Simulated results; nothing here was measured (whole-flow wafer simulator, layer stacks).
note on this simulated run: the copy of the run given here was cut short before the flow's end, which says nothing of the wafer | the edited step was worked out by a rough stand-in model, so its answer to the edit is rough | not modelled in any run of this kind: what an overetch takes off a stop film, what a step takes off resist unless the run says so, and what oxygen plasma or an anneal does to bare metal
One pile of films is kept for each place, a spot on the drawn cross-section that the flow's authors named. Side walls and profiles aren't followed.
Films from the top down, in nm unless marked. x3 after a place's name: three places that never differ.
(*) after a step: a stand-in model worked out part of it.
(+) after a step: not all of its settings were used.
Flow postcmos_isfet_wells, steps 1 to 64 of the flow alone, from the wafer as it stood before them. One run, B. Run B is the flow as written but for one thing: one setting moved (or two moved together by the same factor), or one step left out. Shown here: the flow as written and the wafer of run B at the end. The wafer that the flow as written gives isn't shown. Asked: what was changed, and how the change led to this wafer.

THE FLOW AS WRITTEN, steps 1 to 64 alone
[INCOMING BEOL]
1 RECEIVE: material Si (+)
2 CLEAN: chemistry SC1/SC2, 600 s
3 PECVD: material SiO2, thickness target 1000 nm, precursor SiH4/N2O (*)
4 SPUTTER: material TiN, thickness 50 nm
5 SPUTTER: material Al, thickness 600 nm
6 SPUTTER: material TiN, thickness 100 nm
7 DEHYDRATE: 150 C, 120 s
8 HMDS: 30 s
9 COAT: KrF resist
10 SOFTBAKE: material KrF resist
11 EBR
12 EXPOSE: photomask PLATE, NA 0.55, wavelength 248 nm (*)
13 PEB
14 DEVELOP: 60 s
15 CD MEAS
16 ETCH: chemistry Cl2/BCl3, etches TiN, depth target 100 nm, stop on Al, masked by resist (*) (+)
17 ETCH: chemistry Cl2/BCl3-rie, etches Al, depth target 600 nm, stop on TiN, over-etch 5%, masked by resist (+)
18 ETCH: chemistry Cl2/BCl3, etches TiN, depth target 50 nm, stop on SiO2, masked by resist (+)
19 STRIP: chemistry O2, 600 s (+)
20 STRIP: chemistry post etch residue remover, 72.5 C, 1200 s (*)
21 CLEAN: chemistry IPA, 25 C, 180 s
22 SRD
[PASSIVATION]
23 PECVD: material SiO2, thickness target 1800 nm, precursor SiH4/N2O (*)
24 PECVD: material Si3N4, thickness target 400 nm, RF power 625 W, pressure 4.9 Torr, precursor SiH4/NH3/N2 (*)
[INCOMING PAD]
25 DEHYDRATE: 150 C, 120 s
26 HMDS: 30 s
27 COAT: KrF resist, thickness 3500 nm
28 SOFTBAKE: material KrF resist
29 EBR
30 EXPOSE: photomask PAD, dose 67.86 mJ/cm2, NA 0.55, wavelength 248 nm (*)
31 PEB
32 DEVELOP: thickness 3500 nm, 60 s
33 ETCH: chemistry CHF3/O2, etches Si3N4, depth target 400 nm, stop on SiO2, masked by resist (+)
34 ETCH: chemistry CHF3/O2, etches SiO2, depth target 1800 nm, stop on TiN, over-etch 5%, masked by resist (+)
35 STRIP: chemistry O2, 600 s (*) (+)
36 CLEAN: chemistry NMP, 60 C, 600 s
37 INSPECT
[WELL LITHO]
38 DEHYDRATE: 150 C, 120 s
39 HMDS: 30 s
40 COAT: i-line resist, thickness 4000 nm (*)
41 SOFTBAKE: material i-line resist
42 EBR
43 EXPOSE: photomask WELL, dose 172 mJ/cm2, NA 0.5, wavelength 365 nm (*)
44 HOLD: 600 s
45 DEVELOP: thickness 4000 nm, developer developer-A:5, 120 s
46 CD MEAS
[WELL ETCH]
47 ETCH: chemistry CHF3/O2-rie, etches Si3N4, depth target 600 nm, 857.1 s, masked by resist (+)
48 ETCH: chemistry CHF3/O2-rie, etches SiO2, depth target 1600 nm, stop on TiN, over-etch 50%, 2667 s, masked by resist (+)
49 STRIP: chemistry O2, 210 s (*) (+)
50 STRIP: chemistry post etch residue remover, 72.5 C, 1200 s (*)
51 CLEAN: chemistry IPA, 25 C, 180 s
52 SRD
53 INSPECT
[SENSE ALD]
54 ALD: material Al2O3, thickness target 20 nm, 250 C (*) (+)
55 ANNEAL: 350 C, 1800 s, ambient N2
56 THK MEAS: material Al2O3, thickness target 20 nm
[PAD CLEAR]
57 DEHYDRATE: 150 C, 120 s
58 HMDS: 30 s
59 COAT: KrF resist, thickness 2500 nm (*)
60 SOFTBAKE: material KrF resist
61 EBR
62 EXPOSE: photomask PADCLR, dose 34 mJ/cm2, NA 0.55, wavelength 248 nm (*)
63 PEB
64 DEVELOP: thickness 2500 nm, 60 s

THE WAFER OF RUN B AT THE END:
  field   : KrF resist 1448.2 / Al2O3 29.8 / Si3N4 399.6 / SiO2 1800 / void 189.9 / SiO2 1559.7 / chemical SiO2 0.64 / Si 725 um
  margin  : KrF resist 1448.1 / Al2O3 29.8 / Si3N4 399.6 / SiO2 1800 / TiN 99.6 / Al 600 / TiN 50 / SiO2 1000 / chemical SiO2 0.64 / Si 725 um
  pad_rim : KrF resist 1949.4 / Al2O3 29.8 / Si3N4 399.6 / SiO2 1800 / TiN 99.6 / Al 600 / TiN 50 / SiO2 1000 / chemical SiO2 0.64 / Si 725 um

The cause: step 54, ALD: thickness target 29.8 nm was run, where the flow has thickness target 20 nm.
It can be read off the wafer: field has Al2O3 29.8, and step 54 as written asks for 20 nm.

How the change led to this, step by step:
  54 ALD: material Al2O3, thickness target 20 nm, 250 C (*) (+)
      field, margin, well900, well1300 x3, pad_rim, pad_clr, pad_open: Al2O3 +29.8 (new film) (as written it would be: Al2O3 +20 (new film))
